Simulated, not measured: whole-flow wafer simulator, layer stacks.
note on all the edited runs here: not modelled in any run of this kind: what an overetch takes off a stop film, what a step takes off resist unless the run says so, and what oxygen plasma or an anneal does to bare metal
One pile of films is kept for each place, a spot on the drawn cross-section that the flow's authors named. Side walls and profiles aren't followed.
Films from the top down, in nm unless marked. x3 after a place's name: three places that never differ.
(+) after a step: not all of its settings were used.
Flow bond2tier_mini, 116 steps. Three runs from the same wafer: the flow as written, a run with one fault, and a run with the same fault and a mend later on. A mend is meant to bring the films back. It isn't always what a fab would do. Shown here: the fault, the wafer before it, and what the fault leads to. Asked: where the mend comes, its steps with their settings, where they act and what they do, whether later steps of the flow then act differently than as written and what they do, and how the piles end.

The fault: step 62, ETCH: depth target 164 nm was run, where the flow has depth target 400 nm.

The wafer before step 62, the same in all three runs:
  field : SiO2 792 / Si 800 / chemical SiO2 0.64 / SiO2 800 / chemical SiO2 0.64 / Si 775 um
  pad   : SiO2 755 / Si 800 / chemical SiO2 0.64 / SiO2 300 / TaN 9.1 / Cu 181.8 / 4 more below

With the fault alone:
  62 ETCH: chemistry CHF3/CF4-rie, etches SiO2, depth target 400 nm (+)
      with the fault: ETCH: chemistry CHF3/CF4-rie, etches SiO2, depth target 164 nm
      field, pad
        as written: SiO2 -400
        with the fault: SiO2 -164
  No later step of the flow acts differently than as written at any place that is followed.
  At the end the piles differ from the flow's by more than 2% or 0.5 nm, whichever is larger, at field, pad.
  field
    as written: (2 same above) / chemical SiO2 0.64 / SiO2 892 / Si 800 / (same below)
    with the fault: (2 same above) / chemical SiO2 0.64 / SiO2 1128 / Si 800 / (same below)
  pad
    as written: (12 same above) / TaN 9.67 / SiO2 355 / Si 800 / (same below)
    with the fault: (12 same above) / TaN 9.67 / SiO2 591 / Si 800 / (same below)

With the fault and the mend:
  The mend comes after step 62.
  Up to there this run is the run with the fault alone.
  62a ETCH: chemistry CHF3/CF4-rie, etches SiO2, depth target 236 nm (+) (the flow's step 62 once more, with other settings)
      field, pad
        SiO2 -236
  No later step of the flow acts differently than as written at any place that is followed.
  At the end the piles are the same as the flow's at every place that both follow.
